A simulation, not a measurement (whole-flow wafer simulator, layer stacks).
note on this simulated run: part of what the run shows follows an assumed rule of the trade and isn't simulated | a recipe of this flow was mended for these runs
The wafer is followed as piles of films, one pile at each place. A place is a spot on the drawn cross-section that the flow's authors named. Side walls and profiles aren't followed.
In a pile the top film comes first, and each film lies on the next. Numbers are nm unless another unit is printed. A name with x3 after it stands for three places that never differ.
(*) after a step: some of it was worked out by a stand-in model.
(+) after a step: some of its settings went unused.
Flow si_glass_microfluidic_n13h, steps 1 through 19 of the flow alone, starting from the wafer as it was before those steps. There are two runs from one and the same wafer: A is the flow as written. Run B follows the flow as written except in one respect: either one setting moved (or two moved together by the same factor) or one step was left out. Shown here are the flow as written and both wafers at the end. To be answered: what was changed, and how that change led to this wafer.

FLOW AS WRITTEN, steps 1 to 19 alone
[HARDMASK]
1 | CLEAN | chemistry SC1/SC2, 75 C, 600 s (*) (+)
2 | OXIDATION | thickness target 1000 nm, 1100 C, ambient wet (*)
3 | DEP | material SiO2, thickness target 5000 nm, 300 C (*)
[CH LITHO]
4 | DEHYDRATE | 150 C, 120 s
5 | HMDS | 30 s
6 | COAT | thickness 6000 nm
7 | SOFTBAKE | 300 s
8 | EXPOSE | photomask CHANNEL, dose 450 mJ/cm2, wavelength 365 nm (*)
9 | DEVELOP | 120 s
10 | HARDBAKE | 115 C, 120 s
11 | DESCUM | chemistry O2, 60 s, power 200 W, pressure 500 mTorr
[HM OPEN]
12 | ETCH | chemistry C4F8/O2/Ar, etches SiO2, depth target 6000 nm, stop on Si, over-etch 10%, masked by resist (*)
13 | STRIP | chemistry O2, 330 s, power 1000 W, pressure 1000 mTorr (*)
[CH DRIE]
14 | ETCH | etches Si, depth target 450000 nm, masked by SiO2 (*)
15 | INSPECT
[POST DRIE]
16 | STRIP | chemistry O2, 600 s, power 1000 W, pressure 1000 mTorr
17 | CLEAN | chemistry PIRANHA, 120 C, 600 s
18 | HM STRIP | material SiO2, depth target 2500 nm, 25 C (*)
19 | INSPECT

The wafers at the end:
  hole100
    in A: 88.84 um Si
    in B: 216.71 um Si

The reason: step 12, ETCH: depth target 4680 nm was run, while the flow as written has depth target 6000 nm.

Step by step, how the change led to this:
  12 | ETCH | chemistry C4F8/O2/Ar, etches SiO2, depth target 6000 nm, stop on Si, over-etch 10%, masked by resist (*)
      hole100: A -6000 SiO2 (all of it), -75 Si | B -5148 SiO2
      land: A -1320 thick-i-line-resist | B -1029.6 thick-i-line-resist
  13 | STRIP | chemistry O2, 330 s, power 1000 W, pressure 1000 mTorr (*)
      hole100: A +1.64 chemical SiO2 (new film), -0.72 Si | B nothing
      land: A -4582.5 thick-i-line-resist (all of it) | B -4872.9 thick-i-line-resist (all of it)
  14 | ETCH | etches Si, depth target 450000 nm, masked by SiO2 (*)
      hole100: A -1.64 chemical SiO2 (all of it), -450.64 um Si | B -852 SiO2 (all of it), -322.84 um Si
